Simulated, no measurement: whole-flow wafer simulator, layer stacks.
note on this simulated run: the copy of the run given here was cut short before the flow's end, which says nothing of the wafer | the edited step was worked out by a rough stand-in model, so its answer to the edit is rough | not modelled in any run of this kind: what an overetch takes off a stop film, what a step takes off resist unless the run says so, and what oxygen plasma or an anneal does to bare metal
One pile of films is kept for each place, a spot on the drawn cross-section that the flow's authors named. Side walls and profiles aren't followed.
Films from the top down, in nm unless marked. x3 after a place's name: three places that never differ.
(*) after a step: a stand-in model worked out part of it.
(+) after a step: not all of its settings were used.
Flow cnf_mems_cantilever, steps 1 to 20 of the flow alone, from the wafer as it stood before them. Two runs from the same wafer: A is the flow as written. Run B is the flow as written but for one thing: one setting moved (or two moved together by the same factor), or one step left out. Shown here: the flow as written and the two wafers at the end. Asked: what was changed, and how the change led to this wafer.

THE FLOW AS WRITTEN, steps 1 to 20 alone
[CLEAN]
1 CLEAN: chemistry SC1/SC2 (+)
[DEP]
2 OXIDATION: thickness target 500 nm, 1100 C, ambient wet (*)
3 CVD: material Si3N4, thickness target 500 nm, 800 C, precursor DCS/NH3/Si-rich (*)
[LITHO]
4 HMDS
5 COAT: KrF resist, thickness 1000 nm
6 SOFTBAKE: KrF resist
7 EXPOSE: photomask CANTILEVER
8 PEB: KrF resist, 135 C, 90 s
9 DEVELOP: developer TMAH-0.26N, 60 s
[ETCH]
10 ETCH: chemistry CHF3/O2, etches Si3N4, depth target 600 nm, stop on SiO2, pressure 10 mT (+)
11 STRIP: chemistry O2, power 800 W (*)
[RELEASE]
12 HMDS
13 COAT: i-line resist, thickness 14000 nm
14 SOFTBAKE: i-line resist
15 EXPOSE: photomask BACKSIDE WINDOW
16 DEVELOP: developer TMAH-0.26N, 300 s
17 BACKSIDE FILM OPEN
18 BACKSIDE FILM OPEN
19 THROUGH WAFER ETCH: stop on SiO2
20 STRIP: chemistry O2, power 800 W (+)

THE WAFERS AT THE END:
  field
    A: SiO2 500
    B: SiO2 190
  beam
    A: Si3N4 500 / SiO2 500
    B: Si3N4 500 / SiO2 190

The cause: step 2, OXIDATION: 962 C was run, where the flow has 1100 C.

How the change led to this, step by step:
  2 OXIDATION: thickness target 500 nm, 1100 C, ambient wet (*)
      field, beam: A SiO2 +500 (new film), chemical SiO2 -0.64 (all of it), Si -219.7 | B SiO2 +190 (new film), chemical SiO2 -0.64 (all of it), Si -83.3
  19 THROUGH WAFER ETCH: stop on SiO2
      field: A under 1 film: Si -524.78 um (all of it) | B under 1 film: Si -524.92 um (all of it)
      beam: A under 2 films: Si -524.78 um (all of it) | B under 2 films: Si -524.92 um (all of it)
